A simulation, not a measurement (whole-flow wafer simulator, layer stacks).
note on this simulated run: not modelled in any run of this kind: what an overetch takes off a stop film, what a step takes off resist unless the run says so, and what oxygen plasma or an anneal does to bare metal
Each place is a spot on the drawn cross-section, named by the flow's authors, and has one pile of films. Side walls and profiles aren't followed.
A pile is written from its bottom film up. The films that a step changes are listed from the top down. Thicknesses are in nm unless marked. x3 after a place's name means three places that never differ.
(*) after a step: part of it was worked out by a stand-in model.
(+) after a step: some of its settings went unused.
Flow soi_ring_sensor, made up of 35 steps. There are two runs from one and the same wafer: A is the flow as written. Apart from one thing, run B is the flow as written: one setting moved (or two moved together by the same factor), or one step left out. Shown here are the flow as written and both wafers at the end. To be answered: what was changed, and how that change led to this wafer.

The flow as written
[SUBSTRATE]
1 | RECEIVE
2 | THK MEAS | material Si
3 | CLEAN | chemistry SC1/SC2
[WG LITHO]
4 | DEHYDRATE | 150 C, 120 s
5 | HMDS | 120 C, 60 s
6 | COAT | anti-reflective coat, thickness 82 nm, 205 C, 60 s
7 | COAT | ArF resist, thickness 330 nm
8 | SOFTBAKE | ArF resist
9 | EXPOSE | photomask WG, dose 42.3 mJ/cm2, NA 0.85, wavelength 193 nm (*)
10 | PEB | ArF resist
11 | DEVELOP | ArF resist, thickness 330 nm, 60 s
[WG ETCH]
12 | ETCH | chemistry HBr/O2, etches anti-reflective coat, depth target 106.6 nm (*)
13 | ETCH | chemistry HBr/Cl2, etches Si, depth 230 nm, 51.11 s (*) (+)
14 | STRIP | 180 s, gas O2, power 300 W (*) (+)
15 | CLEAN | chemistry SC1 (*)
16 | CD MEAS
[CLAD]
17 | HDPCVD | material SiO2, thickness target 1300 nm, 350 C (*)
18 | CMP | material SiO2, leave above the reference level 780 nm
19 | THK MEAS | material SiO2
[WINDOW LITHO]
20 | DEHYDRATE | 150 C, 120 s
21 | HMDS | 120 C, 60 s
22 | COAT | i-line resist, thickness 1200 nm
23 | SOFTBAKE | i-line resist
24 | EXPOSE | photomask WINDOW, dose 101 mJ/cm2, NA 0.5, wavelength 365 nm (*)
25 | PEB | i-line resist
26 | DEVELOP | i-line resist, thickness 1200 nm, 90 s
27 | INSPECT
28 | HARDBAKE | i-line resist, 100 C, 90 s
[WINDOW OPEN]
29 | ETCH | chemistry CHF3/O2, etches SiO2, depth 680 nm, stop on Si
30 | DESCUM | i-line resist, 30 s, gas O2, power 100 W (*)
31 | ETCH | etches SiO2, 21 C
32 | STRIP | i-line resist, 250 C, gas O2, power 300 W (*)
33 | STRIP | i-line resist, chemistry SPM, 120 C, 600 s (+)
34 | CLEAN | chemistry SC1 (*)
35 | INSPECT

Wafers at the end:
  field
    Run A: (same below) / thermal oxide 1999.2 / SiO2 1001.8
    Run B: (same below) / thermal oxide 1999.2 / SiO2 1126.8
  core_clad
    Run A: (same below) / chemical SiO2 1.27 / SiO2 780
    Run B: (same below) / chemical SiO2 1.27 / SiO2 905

The reason: step 18, CMP: leave above the reference level 905 nm was run, whereas the flow has leave above the reference level 780 nm.
One can read it off the wafer: core_clad has SiO2 905, and step 18 as written asks for 780 nm.

The path from the change to this, step by step:
  18 | CMP | material SiO2, leave above the reference level 780 nm
      gap, window, field, gap_clad: A SiO2 loses 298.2 | B SiO2 loses 173.2
      core, core_clad: A SiO2 loses 520 | B SiO2 loses 395
  31 | ETCH | etches SiO2, 21 C
      core: A SiO2 loses 100 (all of it), chemical SiO2 loses 1.27 (all of it) | B SiO2 loses 225 (all of it), chemical SiO2 loses 1.27 (all of it)
